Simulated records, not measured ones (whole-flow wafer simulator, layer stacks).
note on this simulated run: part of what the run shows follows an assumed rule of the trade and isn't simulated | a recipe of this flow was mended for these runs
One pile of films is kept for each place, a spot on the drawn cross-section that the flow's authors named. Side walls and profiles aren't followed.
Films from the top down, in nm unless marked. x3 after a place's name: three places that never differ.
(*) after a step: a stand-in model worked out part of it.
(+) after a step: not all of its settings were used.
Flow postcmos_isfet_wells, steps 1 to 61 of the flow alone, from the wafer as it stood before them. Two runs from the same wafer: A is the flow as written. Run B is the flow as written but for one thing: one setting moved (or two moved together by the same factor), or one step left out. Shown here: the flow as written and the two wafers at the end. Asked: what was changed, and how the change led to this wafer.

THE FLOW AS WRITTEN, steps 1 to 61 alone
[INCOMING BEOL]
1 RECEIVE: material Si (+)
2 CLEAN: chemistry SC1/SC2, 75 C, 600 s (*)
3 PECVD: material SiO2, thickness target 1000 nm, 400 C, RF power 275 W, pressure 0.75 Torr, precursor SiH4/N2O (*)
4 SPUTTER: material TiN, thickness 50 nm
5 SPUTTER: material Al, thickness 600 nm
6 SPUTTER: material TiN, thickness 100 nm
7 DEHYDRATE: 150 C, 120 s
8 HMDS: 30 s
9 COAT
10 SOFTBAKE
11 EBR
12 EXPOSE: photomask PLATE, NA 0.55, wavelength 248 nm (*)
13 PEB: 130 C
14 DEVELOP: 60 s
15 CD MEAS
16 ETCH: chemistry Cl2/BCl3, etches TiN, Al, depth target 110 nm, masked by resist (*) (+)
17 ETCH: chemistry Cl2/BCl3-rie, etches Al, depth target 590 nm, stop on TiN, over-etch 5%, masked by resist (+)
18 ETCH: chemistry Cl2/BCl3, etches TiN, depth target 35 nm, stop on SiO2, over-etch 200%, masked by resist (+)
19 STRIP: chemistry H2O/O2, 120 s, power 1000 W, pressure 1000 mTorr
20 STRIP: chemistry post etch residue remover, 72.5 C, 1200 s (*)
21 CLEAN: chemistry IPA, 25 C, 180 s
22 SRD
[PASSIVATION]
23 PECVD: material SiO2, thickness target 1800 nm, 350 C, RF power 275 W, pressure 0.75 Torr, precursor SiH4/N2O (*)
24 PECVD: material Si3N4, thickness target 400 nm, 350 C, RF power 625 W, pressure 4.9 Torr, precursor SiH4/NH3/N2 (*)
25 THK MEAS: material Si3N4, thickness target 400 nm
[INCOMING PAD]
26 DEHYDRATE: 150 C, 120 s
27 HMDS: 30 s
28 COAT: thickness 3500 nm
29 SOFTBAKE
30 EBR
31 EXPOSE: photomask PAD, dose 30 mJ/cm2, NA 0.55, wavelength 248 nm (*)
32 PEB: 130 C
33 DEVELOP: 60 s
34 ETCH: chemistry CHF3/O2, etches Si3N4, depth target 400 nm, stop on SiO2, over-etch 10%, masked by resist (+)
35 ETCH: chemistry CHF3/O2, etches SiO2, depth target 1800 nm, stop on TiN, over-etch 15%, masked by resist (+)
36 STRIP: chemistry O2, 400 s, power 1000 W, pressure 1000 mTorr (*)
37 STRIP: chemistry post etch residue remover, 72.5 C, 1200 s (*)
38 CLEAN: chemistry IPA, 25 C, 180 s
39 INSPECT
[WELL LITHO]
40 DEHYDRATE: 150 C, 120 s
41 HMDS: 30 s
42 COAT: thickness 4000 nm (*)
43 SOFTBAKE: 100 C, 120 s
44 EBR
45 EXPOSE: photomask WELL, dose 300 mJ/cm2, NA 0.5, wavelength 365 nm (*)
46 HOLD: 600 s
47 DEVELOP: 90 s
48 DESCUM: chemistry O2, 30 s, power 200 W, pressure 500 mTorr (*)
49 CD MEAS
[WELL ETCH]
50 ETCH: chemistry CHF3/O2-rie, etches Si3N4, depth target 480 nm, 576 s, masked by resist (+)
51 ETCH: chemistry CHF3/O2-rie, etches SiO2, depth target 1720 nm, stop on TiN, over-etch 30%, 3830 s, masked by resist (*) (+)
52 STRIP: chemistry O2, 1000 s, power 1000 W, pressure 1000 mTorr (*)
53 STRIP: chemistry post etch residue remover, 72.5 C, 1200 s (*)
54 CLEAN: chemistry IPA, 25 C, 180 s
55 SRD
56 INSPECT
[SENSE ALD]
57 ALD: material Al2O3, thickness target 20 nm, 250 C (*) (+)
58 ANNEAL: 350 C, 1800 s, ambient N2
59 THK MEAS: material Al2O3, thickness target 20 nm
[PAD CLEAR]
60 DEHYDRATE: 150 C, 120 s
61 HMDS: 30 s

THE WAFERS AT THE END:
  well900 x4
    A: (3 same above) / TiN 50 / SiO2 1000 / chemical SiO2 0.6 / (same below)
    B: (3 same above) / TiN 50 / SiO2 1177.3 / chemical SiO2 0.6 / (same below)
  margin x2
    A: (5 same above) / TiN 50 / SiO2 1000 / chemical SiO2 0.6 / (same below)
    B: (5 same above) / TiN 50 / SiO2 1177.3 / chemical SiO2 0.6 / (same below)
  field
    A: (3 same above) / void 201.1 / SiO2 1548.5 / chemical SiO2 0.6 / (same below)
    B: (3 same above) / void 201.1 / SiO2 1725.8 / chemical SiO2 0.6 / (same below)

The cause: step 3, PECVD: RF power 399 W was run, where the flow has RF power 275 W.

How the change led to this, step by step:
  3 PECVD: material SiO2, thickness target 1000 nm, 400 C, RF power 275 W, pressure 0.75 Torr, precursor SiH4/N2O (*)
      field, margin x2, well900 x4, pad_clr, pad_open: A SiO2 +1000 (new film) | B SiO2 +1177.3 (new film)
